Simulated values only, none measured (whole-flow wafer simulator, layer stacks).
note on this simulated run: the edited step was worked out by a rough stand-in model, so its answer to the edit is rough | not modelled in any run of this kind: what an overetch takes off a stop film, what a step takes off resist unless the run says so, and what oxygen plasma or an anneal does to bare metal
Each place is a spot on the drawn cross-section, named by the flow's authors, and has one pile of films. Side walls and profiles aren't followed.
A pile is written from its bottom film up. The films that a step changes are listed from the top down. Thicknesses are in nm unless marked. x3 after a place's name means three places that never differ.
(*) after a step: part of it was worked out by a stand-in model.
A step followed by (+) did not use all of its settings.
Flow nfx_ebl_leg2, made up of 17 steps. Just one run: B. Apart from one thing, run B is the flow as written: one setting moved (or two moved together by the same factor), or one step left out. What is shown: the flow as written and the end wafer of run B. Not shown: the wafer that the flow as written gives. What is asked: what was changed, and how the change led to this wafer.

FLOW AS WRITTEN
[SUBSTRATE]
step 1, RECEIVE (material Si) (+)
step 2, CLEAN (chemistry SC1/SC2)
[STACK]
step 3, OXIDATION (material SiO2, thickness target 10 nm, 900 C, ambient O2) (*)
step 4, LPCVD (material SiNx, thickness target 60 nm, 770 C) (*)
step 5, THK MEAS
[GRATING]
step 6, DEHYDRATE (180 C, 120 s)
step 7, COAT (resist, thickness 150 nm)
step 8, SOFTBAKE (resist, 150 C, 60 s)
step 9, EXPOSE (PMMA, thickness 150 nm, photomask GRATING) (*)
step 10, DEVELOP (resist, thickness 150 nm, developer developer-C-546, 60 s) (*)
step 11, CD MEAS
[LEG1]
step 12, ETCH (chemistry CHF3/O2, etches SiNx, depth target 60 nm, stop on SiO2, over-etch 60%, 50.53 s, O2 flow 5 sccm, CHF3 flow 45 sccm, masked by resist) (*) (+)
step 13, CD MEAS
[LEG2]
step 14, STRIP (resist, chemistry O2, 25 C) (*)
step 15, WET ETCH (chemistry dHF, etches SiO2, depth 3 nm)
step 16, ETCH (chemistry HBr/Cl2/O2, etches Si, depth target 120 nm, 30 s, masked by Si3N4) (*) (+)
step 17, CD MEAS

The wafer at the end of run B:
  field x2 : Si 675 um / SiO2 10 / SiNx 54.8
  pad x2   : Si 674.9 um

What caused this: step 16, ETCH: depth target 91.4 nm was run, while the flow as written has depth target 120 nm; step 16, ETCH: 22.86 s was run, where the flow has 30 s.

How this came from the change, step by step:
  step 16, ETCH (chemistry HBr/Cl2/O2, etches Si, depth target 120 nm, 30 s, masked by Si3N4) (*) (+)
      field x2: -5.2 SiNx (it would be, as written: -6.82 SiNx)
      pad x2: -91.4 Si (it would be, as written: -120 Si)
